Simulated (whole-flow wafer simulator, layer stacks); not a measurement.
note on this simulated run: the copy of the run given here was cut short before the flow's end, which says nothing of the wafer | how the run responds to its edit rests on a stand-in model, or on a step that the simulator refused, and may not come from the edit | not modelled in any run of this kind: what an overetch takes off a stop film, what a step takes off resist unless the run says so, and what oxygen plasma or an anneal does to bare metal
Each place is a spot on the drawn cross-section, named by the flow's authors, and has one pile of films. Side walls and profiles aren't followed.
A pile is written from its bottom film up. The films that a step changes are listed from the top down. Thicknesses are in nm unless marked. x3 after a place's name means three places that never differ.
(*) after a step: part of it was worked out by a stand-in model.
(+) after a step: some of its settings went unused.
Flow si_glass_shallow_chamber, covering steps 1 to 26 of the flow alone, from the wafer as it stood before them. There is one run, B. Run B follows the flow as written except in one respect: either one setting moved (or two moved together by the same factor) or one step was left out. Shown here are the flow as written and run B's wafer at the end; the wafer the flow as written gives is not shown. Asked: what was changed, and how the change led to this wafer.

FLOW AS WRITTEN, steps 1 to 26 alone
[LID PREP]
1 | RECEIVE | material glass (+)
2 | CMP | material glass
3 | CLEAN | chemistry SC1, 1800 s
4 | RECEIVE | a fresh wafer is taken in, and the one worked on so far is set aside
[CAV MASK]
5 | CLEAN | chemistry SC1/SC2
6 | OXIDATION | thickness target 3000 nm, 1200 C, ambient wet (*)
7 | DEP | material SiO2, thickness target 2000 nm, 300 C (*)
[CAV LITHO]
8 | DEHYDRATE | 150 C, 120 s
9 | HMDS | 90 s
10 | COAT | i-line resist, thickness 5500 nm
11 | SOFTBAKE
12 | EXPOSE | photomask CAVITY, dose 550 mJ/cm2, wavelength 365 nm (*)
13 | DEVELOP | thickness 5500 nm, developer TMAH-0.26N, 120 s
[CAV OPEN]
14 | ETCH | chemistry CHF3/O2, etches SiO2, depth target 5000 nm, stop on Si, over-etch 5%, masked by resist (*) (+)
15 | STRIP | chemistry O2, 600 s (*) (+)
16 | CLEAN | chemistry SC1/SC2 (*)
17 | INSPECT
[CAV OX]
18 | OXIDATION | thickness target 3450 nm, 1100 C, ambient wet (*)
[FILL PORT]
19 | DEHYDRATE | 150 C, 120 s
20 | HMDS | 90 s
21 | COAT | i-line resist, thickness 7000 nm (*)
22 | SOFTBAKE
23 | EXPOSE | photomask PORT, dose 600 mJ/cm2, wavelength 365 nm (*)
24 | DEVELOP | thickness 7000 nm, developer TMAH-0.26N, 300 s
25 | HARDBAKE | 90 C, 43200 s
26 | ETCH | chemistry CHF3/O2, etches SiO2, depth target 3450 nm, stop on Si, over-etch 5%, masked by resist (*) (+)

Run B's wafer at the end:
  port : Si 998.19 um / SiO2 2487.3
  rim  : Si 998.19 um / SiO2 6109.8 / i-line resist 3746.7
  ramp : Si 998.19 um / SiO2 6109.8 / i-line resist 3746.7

The reason: step 14, ETCH: chemistry CHF3/O2, etches SiO2, depth target 5000 nm, stop on Si, over-etch 5%, masked by resist (*) (+), was omitted.

Step by step, how the change led to this:
  15 | STRIP | chemistry O2, 600 s (*) (+)
      cav, port: nothing (in the flow as written it would be: +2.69 chemical SiO2 (new film), -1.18 Si)
      rim, ramp, septum, ring: -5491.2 i-line resist (all of it) (in the flow as written it would be: -1116.2 i-line resist (all of it))
  18 | OXIDATION | thickness target 3450 nm, 1100 C, ambient wet (*)
      cav, port: +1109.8 SiO2, -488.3 Si (in the flow as written it would be: +3450 SiO2 (new film), -2.69 chemical SiO2 (all of it), -1516.8 Si)
  21 | COAT | i-line resist, thickness 7000 nm (*)
      rim: +7000 i-line resist (new film) (in the flow as written it would be: +5660.1 i-line resist (new film))
      ramp: +7000 i-line resist (new film) (in the flow as written it would be: +5087.8 i-line resist (new film))
      (and at 2 other places as well)
  22 | SOFTBAKE
      rim: nothing (in the flow as written it would be: -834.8 i-line resist)
      ramp: nothing (in the flow as written it would be: -425.6 i-line resist)
      (and at 4 other places as well)
  24 | DEVELOP | thickness 7000 nm, developer TMAH-0.26N, 300 s
      port: -7000 i-line resist (all of it) (in the flow as written it would be: -7737.9 i-line resist (all of it))
  25 | HARDBAKE | 90 C, 43200 s
      rim: -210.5 i-line resist (in the flow as written it would be: -92.2 i-line resist)
      ramp: -210.5 i-line resist (in the flow as written it would be: -85 i-line resist)
      (and at 1 other place as well)
  26 | ETCH | chemistry CHF3/O2, etches SiO2, depth target 3450 nm, stop on Si, over-etch 5%, masked by resist (*) (+)
      port: -3622.5 SiO2 (in the flow as written it would be: -3450 SiO2 (all of it), -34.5 Si)
